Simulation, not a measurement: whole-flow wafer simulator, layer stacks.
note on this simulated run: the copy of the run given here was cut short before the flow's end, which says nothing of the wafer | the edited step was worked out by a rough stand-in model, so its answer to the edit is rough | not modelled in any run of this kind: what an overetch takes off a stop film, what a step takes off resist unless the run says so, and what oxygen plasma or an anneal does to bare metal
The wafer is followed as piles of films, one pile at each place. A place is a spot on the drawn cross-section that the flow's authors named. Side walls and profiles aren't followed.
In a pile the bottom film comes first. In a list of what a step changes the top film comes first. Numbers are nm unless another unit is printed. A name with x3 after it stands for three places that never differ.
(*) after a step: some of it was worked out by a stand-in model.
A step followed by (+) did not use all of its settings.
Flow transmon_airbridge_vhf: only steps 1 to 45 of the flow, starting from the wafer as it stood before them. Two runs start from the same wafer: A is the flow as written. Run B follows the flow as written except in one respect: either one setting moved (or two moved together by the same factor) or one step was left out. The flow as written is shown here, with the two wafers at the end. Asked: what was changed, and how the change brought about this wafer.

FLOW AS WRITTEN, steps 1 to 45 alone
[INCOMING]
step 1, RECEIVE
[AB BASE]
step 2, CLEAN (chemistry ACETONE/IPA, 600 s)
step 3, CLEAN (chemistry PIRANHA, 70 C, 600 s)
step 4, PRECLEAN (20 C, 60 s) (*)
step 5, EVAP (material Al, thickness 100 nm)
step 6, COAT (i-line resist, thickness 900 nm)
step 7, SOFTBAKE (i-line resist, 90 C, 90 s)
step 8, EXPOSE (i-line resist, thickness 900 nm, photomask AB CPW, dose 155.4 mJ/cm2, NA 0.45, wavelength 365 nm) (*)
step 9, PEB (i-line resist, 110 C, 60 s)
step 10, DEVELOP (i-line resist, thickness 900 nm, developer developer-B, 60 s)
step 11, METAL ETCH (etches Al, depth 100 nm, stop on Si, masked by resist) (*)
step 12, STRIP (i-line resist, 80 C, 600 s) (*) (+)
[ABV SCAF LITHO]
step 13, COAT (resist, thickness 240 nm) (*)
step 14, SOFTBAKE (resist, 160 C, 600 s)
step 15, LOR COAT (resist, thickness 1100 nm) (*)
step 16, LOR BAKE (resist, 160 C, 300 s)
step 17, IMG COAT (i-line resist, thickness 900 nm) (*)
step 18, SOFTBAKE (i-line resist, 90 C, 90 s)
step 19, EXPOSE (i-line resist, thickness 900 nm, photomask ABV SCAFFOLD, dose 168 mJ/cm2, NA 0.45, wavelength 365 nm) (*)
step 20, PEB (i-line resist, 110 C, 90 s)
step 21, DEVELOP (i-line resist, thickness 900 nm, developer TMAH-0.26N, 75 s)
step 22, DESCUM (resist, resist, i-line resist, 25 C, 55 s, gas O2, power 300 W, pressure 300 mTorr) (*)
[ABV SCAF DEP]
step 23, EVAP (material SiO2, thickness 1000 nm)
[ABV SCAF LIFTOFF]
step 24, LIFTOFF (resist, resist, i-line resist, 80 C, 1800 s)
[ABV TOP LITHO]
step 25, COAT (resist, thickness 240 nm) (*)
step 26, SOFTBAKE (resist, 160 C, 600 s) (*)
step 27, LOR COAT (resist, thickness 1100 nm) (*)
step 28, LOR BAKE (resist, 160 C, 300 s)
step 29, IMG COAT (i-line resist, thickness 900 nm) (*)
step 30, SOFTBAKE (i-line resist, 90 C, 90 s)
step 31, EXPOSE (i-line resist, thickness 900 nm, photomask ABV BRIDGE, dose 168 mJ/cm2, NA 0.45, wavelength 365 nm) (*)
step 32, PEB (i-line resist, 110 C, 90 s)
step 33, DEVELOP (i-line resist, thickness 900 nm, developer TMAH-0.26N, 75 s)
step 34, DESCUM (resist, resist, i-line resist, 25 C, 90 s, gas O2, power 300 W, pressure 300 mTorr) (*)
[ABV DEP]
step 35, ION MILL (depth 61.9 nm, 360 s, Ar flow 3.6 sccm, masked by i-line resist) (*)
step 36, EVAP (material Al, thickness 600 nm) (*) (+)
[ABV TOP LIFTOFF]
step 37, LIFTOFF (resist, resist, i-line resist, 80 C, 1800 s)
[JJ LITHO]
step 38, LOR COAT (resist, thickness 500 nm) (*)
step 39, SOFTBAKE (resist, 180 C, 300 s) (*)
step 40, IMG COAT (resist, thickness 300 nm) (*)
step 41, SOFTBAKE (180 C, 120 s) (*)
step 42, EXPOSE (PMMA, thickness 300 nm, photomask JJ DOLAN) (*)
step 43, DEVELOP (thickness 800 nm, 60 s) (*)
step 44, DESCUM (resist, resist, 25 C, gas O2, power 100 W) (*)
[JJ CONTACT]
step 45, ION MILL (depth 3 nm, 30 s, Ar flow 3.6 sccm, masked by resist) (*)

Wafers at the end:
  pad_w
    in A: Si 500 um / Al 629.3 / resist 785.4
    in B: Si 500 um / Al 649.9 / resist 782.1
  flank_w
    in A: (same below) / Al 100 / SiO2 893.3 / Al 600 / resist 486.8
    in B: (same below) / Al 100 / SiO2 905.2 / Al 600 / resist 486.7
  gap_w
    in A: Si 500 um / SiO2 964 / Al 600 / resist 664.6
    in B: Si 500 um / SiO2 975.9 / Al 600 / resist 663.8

What caused this: step 35, ION MILL: depth 41.5 nm was run, whereas the flow has depth 61.9 nm; step 35, ION MILL: 241 s was run, where the flow has 360 s.

How this came from the change, step by step:
  step 35, ION MILL (depth 61.9 nm, 360 s, Ar flow 3.6 sccm, masked by i-line resist) (*)
      field x3, jj_line, ground_far, trace_open_s x2, margin_s, margin_n: A i-line resist loses 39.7 | B i-line resist loses 26.6
      flank_w, gap_w, cpw_trace, gap_e, flank_e, bridge_strip: A SiO2 loses 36 | B SiO2 loses 24.1
      (and at 2 other places as well)
  step 37, LIFTOFF (resist, resist, i-line resist, 80 C, 1800 s)
      field x3, jj_line, trace_open_s x2: A Al loses 600 (all of it), i-line resist loses 600 (all of it), resist loses 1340 (all of it) | B Al loses 600 (all of it), i-line resist loses 613.1 (all of it), resist loses 1340 (all of it)
      margin_s, margin_n: A Al loses 600 (all of it), i-line resist loses 318.3 (all of it), resist loses 992 (all of it) | B Al loses 600 (all of it), i-line resist loses 331.4 (all of it), resist loses 992 (all of it)
